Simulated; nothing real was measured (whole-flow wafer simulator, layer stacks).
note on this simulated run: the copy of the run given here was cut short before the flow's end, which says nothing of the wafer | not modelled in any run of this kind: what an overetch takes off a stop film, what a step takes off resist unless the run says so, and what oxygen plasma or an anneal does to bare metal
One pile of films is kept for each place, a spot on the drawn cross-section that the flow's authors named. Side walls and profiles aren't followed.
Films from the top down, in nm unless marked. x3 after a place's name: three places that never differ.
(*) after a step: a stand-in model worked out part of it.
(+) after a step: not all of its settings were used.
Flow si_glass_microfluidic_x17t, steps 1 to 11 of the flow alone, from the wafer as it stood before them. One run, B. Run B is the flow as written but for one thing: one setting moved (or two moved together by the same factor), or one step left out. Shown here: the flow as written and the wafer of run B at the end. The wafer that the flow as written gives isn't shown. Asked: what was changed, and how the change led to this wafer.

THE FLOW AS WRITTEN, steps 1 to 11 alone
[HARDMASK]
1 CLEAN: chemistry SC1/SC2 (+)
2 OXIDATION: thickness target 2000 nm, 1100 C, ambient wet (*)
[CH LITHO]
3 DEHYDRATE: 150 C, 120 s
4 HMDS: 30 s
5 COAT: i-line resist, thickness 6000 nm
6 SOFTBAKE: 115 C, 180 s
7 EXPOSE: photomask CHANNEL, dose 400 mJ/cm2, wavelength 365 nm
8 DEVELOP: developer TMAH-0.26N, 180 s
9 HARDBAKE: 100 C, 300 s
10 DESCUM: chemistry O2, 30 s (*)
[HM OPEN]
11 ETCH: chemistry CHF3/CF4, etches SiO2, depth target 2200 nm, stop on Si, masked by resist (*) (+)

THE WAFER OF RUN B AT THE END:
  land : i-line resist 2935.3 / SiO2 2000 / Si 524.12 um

The cause: step 5, COAT: thickness 4800 nm was run, where the flow has thickness 6000 nm.

How the change led to this, step by step:
  5 COAT: i-line resist, thickness 6000 nm
      land, tr110 x3: i-line resist +4800 (new film) (as written it would be: i-line resist +6000 (new film))
  8 DEVELOP: developer TMAH-0.26N, 180 s
      tr110 x3: i-line resist -4800 (all of it) (as written it would be: i-line resist -6000 (all of it))
  9 HARDBAKE: 100 C, 300 s
      land: i-line resist -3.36 (as written it would be: i-line resist -7.06)
